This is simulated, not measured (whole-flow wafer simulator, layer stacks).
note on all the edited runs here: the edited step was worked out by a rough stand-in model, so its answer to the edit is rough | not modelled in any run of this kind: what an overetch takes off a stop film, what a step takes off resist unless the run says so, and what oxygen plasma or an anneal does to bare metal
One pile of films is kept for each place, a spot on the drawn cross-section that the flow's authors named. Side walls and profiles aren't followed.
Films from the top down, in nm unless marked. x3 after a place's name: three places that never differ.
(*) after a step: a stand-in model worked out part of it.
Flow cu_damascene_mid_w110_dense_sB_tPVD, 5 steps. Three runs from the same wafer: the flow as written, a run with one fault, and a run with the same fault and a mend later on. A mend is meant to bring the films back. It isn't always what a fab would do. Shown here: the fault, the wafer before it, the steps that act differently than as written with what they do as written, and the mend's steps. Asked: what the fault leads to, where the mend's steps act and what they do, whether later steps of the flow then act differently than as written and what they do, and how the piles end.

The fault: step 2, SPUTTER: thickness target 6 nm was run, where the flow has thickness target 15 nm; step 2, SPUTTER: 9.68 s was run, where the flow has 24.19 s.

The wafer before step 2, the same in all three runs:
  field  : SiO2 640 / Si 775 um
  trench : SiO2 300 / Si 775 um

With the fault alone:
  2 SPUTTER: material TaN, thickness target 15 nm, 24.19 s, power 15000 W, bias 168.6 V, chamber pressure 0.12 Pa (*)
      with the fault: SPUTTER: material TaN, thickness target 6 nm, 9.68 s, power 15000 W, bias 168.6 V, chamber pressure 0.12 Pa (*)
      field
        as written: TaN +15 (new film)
        with the fault: TaN +6 (new film)
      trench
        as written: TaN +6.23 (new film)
        with the fault: TaN +2.49 (new film)
  No later step of the flow acts differently than as written, at any place that is followed, by more than 2% or 0.5 nm, whichever is larger.
  At the end the piles differ from the flow's by more than 2% or 0.5 nm, whichever is larger, at field, trench.
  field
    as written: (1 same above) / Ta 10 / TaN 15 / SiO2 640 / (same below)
    with the fault: (1 same above) / Ta 10 / TaN 6 / SiO2 640 / (same below)
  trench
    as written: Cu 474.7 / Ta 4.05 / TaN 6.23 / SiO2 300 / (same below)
    with the fault: Cu 469.3 / Ta 4.16 / TaN 2.49 / SiO2 300 / (same below)

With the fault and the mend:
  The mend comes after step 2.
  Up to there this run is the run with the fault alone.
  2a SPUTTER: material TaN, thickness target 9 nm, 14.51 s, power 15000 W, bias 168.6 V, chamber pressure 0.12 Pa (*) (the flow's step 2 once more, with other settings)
      field
        TaN +9
      trench
        TaN +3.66
  No later step of the flow acts differently than as written, at any place that is followed, by more than 2% or 0.5 nm, whichever is larger.
  At the end the piles differ from the flow's only slightly at the places that both follow, by at most 2% or 0.5 nm, whichever is larger.
